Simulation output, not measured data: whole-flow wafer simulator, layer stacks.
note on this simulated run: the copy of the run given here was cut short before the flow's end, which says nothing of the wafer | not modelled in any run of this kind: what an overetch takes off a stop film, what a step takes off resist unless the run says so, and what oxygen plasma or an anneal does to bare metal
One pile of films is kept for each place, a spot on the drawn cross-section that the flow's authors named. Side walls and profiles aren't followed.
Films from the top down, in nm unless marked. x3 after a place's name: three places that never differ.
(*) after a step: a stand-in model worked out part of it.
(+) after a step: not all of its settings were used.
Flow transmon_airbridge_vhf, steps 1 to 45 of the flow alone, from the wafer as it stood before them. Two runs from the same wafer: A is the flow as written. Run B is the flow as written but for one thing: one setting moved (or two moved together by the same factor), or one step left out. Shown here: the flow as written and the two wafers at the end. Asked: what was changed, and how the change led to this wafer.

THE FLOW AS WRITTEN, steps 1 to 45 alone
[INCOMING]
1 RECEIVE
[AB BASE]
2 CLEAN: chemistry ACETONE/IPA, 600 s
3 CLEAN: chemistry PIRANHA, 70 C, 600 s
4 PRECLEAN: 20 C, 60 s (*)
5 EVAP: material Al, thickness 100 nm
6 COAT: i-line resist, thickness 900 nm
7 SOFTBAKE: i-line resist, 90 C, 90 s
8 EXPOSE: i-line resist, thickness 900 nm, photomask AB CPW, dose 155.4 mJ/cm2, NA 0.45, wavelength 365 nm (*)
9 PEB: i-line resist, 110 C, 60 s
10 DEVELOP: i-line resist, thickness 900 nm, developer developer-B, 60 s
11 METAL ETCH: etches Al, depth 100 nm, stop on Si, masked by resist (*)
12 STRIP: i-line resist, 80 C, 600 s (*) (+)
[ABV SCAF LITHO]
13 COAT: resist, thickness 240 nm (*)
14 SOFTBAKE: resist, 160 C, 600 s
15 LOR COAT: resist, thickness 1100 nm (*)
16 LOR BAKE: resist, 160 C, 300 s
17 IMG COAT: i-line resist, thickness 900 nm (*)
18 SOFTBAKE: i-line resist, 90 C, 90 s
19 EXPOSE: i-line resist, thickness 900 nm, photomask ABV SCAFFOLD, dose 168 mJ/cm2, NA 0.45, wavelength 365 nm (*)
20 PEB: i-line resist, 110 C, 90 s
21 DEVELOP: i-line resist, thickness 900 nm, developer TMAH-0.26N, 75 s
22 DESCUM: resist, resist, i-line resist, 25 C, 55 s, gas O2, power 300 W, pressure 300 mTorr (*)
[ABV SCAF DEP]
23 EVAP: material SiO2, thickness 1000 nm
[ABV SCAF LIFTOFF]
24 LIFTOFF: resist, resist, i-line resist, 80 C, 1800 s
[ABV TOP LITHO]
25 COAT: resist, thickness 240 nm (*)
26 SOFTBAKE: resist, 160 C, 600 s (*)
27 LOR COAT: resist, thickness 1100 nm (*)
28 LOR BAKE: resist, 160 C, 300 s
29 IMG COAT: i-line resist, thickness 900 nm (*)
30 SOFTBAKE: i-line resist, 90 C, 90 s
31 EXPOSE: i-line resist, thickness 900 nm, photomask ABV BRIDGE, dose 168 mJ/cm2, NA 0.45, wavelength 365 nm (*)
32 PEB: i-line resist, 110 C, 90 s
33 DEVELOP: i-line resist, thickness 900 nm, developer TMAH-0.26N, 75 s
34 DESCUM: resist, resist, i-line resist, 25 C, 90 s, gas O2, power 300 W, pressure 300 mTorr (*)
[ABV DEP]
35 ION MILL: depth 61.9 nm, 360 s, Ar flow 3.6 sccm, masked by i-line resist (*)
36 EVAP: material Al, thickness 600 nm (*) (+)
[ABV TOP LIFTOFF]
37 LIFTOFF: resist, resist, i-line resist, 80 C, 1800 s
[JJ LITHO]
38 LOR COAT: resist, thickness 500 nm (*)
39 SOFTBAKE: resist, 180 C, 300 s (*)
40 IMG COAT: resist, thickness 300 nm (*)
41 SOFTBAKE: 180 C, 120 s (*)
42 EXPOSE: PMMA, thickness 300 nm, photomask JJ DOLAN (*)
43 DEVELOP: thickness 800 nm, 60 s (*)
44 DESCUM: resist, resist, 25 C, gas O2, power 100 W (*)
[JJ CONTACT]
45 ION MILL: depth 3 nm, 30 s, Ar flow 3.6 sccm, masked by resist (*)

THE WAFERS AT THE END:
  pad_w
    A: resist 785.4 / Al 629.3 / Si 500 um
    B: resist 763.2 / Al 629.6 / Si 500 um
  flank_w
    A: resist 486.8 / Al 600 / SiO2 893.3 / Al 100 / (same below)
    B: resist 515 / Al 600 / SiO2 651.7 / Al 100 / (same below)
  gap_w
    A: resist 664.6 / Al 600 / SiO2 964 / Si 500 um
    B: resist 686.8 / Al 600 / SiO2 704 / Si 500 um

The cause: step 23, EVAP: thickness 740 nm was run, where the flow has thickness 1000 nm.

How the change led to this, step by step:
  23 EVAP: material SiO2, thickness 1000 nm
      field x3, jj_line, ground_far and 10 more: A SiO2 +1000 (new film) | B SiO2 +740 (new film)
      flank_w, flank_e: A SiO2 +929.3 (new film) | B SiO2 +687.7 (new film)
  24 LIFTOFF: resist, resist, i-line resist, 80 C, 1800 s
      field x3, jj_line, trace_open_s x2: A SiO2 -1000 (all of it), i-line resist -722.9 (all of it), resist -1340 (all of it) | B SiO2 -740 (all of it), i-line resist -722.9 (all of it), resist -1340 (all of it)
      pad_w, pad_e: A SiO2 -1000 (all of it), i-line resist -718 (all of it), resist -1330.2 (all of it) | B SiO2 -740 (all of it), i-line resist -718 (all of it), resist -1330.2 (all of it)
      (and at 1 more place)
  25 COAT: resist, thickness 240 nm (*)
      flank_w, flank_e: A resist +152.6 (new film) | B resist +161.4 (new film)
      gap_w, gap_e: A resist +210.7 (new film) | B resist +221.9 (new film)
      (and at 6 more places)
  27 LOR COAT: resist, thickness 1100 nm (*)
      gap_w, gap_e: A resist +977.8 | B resist +1013.9
      margin_s, margin_n: A resist +823.4 | B resist +886.8
      (and at 6 more places)
  29 IMG COAT: i-line resist, thickness 900 nm (*)
      gap_w, gap_e: A i-line resist +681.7 (new film) | B i-line resist +745 (new film)
      margin_s, margin_n: A i-line resist +603.2 (new film) | B i-line resist +685.2 (new film)
      (and at 7 more places)
  32 PEB: i-line resist, 110 C, 90 s
      pad_w, pad_e: A i-line resist -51 | B i-line resist -49.8
      flank_w, flank_e: A i-line resist -38.3 | B i-line resist -40.9
      (and at 7 more places)
  33 DEVELOP: i-line resist, thickness 900 nm, developer TMAH-0.26N, 75 s
      gap_w, gap_e: A i-line resist -646.9 (all of it), resist -977.8 | B i-line resist -706.9 (all of it), resist -1013.9
      pad_w: A i-line resist -937.2 (all of it), resist -1247.8 | B i-line resist -915.1 (all of it), resist -1207.1
      (and at 5 more places)
  34 DESCUM: resist, resist, i-line resist, 25 C, 90 s, gas O2, power 300 W, pressure 300 mTorr (*)
      flank_w, flank_e: A resist -152.6 (all of it) | B resist -161.4 (all of it)
      gap_w, gap_e: A resist -210.7 (all of it) | B resist -221.9 (all of it)
      (and at 4 more places)
  37 LIFTOFF: resist, resist, i-line resist, 80 C, 1800 s
      margin_s, margin_n: A Al -600 (all of it), i-line resist -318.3 (all of it), resist -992 (all of it) | B Al -600 (all of it), i-line resist -396 (all of it), resist -1070.5 (all of it)
      ground_far: A Al -600 (all of it), i-line resist -717.9 (all of it), resist -1384.9 (all of it) | B Al -600 (all of it), i-line resist -685.5 (all of it), resist -1376 (all of it)
  38 LOR COAT: resist, thickness 500 nm (*)
      pad_w, pad_e: A resist +517 (new film) | B resist +501.9 (new film)
      flank_w, flank_e: A resist +306.5 (new film) | B resist +326.4 (new film)
      (and at 6 more places)
  40 IMG COAT: resist, thickness 300 nm (*)
      pad_w, pad_e: A resist +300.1 | B resist +293
      flank_w, flank_e: A resist +212.1 | B resist +220.5
      (and at 6 more places)
